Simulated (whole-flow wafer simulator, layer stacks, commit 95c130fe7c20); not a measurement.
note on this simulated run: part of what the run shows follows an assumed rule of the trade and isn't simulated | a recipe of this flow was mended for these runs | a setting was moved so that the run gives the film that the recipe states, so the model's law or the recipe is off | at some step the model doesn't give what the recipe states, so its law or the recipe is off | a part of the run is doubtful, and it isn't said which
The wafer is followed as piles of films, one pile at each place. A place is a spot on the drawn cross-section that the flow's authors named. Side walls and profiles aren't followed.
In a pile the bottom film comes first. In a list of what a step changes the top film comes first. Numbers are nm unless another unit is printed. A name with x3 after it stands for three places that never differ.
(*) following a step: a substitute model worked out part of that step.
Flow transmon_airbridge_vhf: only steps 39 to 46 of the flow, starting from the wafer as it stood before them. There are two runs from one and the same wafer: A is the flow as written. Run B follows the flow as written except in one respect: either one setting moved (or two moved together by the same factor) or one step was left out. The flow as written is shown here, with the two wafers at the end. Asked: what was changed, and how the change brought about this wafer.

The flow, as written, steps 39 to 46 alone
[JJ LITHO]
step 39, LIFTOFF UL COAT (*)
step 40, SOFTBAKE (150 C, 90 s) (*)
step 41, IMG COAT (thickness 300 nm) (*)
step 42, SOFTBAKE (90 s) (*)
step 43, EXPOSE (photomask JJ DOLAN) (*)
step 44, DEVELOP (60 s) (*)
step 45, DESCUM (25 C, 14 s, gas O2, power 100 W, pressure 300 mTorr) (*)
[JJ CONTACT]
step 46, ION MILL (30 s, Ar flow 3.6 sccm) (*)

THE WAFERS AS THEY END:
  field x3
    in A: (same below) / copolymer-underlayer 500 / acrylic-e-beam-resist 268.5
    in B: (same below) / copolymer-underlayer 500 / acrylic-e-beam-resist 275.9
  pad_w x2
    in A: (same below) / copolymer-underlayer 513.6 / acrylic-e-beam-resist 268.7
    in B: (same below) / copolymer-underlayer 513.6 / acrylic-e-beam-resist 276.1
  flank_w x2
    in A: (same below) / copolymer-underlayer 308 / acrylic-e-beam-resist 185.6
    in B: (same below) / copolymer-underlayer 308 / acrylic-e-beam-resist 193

Cause: step 45, DESCUM: 7 s was run, whereas the flow has 14 s.

Step by step, how the change led to this:
  step 45, DESCUM (25 C, 14 s, gas O2, power 100 W, pressure 300 mTorr) (*)
      field x3, ground_far x3, pad_w x2, flank_w x2, gap_w x2, cpw_trace, margin_s x2, bridge_strip: A -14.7 acrylic-e-beam-resist | B -7.35 acrylic-e-beam-resist
